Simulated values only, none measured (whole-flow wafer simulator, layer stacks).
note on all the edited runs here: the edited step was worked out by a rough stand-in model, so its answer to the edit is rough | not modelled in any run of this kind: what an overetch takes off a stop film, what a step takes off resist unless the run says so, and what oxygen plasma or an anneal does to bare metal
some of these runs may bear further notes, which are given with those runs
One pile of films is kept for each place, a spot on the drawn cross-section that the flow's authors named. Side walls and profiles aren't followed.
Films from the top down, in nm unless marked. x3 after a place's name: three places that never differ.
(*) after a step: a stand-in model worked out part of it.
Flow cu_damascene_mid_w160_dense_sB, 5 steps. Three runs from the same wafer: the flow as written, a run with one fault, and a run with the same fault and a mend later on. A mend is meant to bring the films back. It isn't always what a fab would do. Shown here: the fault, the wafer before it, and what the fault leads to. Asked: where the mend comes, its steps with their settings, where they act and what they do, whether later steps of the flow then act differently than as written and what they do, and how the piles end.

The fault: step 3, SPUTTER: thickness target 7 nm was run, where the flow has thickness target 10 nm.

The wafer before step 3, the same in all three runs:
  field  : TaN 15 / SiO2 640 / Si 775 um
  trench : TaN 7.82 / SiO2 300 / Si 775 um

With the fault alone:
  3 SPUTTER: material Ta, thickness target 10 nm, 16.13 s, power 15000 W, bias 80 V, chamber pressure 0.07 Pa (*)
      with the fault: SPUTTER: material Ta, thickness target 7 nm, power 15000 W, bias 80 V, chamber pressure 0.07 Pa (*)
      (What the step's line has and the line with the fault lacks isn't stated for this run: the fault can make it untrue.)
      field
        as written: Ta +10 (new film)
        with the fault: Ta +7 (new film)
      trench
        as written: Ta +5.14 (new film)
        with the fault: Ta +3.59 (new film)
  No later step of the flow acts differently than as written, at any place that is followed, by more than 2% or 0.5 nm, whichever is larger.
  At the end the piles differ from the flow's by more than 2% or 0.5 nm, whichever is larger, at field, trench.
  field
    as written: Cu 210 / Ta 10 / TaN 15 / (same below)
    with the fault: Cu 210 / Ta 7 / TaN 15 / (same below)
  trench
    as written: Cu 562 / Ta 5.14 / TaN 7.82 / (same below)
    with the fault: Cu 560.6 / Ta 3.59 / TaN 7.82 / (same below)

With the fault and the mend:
  The mend comes after step 3.
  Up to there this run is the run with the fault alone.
  3a SPUTTER: material Ta, thickness target 3 nm, power 15000 W, bias 80 V, chamber pressure 0.07 Pa (*) (the flow's step 3 once more, with other settings)
      field
        Ta +3
      trench
        Ta +1.51
  No later step of the flow acts differently than as written, at any place that is followed, by more than 2% or 0.5 nm, whichever is larger.
  At the end the piles differ from the flow's only slightly at the places that both follow, by at most 2% or 0.5 nm, whichever is larger.
